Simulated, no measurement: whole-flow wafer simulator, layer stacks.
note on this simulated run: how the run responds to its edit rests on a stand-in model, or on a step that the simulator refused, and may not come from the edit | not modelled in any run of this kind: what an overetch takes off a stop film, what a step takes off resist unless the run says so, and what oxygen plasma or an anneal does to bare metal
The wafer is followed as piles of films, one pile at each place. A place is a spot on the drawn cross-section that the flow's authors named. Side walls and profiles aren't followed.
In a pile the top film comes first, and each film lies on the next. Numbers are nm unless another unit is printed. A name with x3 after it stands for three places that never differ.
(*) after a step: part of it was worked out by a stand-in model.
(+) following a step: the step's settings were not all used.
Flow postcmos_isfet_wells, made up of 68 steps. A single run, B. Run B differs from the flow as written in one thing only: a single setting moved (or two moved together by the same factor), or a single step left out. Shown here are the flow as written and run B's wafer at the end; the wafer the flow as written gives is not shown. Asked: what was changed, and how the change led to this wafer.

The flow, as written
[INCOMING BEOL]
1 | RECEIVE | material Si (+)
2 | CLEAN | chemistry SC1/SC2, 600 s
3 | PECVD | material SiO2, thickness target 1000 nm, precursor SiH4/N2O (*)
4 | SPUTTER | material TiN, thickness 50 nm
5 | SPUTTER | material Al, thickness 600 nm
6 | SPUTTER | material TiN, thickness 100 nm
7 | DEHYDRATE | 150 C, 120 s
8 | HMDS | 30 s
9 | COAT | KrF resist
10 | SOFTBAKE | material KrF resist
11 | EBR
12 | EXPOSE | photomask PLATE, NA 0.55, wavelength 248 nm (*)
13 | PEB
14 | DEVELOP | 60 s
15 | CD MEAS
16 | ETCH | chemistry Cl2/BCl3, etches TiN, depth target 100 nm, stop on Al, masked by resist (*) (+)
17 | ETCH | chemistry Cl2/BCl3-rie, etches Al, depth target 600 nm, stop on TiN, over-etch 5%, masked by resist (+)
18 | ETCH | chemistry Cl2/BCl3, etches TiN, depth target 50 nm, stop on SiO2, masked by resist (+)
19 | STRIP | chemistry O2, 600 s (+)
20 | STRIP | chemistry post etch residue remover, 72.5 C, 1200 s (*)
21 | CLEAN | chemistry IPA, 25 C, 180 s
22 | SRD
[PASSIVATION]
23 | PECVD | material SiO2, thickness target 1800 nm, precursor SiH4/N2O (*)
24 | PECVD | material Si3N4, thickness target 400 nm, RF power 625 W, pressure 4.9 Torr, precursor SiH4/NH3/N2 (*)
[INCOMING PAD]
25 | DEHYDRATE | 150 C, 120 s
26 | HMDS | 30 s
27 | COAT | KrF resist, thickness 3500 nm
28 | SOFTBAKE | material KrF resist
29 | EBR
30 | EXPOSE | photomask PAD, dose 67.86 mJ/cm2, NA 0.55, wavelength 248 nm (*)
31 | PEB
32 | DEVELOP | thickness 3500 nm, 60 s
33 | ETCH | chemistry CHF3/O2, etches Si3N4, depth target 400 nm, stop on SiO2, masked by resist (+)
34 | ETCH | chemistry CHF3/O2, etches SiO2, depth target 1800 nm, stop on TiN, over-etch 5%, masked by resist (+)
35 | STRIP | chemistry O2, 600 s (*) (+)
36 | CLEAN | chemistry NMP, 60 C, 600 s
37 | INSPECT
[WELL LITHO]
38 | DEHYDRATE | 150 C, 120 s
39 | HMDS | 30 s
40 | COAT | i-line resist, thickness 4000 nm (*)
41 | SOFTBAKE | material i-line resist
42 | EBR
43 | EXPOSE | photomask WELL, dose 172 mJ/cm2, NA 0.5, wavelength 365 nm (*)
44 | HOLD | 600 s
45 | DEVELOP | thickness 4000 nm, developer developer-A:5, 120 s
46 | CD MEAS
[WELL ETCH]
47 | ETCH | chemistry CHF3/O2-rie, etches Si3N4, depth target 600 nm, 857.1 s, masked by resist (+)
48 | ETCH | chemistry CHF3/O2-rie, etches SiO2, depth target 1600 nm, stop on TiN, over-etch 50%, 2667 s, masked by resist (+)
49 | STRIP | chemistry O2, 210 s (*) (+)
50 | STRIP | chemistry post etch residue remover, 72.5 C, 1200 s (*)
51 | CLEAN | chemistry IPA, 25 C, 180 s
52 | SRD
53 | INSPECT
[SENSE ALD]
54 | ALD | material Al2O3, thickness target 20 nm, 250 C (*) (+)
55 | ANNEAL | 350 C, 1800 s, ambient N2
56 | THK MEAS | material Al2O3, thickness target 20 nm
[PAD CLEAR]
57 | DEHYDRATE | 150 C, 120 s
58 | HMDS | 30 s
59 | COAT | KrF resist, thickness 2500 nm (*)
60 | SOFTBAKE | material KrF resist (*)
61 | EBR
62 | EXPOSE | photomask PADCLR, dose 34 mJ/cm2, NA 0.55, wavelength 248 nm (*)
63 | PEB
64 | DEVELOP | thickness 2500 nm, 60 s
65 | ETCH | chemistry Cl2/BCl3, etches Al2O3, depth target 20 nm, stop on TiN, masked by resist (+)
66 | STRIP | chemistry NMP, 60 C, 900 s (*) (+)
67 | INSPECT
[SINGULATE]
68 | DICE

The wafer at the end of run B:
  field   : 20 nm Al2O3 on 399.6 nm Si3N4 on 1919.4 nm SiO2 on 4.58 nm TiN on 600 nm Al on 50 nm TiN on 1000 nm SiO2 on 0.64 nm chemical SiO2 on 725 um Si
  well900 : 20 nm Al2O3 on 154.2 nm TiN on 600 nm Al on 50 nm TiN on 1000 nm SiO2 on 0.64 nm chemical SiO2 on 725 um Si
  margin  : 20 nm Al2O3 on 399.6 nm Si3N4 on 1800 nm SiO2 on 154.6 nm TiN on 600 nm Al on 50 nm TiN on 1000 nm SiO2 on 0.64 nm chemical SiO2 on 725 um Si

What caused this: step 6, SPUTTER: thickness 155 nm was run, whereas the flow has thickness 100 nm.

Step by step, how the change led to this:
  6 | SPUTTER | material TiN, thickness 100 nm
      field, margin, well900 and 6 more: +155 TiN (new film) (it would be, as written: +100 TiN (new film))
  16 | ETCH | chemistry Cl2/BCl3, etches TiN, depth target 100 nm, stop on Al, masked by resist (*) (+)
      field: -100 TiN (it would be, as written: -100 TiN (all of it))
  17 | ETCH | chemistry Cl2/BCl3-rie, etches Al, depth target 600 nm, stop on TiN, over-etch 5%, masked by resist (+)
      field: nothing (it would be, as written: -600 Al (all of it))
  18 | ETCH | chemistry Cl2/BCl3, etches TiN, depth target 50 nm, stop on SiO2, masked by resist (+)
      field: -50 TiN (it would be, as written: -50 TiN (all of it))
  23 | PECVD | material SiO2, thickness target 1800 nm, precursor SiH4/N2O (*)
      field: +1919.4 SiO2 (new film) (it would be, as written: +1800 SiO2 (new film), +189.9 void (new film), +559.7 SiO2)
With metal films that touch counted as one body, field has 1 body; the flow as written gives 0 bodies.
